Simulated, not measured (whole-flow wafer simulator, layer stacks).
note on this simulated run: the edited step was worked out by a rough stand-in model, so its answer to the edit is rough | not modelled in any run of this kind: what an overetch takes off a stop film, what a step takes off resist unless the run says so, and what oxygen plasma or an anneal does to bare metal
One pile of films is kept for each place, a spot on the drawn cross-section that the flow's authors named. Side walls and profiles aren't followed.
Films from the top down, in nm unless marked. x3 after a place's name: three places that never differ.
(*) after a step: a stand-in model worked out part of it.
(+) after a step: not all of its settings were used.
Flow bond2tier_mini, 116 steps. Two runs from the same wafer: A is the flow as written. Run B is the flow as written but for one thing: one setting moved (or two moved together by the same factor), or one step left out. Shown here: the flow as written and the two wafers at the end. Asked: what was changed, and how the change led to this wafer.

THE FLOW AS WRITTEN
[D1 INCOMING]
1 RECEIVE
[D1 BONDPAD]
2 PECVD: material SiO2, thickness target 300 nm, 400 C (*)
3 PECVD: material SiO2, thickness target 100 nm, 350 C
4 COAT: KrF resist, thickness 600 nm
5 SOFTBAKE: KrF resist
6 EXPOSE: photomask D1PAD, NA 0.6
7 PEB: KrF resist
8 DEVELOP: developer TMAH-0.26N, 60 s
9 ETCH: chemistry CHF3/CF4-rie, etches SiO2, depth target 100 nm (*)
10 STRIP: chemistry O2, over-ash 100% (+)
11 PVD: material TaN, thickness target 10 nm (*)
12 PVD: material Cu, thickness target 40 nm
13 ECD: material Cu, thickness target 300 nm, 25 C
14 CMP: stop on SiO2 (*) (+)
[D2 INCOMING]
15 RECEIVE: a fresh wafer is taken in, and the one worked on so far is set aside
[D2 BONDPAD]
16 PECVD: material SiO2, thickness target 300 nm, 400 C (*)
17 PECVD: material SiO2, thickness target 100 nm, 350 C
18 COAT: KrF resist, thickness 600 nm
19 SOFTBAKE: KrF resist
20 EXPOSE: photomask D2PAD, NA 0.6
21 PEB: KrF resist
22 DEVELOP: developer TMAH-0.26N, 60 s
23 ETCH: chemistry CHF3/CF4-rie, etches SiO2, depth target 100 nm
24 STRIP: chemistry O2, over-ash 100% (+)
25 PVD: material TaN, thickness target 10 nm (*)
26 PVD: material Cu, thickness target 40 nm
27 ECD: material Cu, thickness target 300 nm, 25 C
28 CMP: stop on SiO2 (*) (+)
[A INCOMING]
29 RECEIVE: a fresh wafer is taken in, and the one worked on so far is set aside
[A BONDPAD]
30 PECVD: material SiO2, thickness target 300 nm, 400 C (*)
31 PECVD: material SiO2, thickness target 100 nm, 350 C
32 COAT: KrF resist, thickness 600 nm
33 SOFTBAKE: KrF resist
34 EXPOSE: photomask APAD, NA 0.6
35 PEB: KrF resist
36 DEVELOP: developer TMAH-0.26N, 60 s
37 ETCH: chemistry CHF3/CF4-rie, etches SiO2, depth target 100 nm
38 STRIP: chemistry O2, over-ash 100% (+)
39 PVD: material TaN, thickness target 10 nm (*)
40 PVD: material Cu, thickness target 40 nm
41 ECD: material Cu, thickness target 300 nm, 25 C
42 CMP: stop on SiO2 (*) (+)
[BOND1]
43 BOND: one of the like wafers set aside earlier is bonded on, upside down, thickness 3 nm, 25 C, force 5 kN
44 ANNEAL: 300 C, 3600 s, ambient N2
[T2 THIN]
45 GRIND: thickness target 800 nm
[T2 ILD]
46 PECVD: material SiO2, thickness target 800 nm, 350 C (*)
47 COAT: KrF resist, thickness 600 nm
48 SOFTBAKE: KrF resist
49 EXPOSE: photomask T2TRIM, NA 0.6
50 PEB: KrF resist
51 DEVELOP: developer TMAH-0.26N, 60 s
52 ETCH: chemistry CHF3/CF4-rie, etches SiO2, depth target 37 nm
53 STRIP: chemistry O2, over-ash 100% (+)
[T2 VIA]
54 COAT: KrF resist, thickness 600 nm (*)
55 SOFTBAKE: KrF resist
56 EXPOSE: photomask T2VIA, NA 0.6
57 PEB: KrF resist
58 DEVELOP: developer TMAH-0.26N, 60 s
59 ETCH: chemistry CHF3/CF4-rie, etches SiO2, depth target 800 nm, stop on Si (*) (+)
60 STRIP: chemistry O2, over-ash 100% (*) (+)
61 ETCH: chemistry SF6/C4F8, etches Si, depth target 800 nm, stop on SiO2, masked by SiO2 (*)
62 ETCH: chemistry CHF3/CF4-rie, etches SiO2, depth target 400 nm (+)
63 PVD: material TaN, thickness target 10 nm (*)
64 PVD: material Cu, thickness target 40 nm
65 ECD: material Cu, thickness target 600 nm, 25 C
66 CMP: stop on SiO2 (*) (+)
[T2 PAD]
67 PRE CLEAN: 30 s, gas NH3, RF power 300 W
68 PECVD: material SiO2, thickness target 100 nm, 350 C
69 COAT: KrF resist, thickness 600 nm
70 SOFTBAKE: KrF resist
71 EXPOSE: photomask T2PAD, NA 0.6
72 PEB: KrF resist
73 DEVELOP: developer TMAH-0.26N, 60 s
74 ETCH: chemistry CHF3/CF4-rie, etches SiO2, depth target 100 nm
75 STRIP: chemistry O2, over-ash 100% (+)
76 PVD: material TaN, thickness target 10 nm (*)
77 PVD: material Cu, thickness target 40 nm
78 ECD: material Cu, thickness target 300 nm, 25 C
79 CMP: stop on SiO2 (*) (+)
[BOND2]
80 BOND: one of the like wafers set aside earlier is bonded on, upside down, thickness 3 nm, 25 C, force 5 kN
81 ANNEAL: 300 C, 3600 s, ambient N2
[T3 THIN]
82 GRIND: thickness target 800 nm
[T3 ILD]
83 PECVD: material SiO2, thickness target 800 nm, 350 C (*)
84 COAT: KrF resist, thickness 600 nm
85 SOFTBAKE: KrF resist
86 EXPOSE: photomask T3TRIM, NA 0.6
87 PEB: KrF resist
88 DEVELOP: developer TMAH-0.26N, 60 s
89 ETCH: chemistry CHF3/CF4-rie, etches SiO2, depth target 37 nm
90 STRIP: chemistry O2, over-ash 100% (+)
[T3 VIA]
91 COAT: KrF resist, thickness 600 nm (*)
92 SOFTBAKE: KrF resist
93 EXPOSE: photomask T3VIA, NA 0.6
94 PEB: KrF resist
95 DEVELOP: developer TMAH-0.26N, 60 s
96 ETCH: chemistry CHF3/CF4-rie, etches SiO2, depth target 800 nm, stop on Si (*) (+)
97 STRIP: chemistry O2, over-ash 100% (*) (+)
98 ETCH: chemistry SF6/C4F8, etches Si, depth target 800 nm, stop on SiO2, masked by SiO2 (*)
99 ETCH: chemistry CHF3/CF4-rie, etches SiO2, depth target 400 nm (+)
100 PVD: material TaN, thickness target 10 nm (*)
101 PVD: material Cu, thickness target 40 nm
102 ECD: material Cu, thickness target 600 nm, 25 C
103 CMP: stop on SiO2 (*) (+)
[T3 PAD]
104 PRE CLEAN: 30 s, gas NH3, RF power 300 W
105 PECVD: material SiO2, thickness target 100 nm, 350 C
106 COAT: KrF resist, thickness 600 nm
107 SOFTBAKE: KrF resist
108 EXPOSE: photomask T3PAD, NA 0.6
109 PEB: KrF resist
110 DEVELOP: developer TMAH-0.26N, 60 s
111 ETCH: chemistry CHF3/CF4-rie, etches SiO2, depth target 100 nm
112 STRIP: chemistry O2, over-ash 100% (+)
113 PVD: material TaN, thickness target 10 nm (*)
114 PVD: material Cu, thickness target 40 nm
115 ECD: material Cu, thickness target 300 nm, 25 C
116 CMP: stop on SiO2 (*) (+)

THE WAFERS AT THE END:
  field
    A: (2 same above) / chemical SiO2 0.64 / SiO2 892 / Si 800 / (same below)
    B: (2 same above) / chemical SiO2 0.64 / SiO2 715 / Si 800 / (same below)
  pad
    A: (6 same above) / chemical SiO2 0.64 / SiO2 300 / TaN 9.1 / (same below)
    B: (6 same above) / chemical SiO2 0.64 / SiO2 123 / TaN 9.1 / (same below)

The cause: step 16, PECVD: thickness target 123 nm was run, where the flow has thickness target 300 nm.
It can be read off the wafer: pad has SiO2 123, and step 16 as written asks for 300 nm.

How the change led to this, step by step:
  16 PECVD: material SiO2, thickness target 300 nm, 400 C (*)
      field, pad, via: A SiO2 +300 (new film) | B SiO2 +123 (new film)
  80 BOND: one of the like wafers set aside earlier is bonded on, upside down, thickness 3 nm, 25 C, force 5 kN
      field: A Si +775 um (new film), chemical SiO2 +0.64 (new film), SiO2 +400 | B Si +775 um (new film), chemical SiO2 +0.64 (new film), SiO2 +223
      pad: A Si +775 um (new film), chemical SiO2 +0.64 (new film), SiO2 +300 (new film), TaN +9.1 (new film), Cu +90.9 | B Si +775 um (new film), chemical SiO2 +0.64 (new film), SiO2 +123 (new film), TaN +9.1 (new film), Cu +90.9
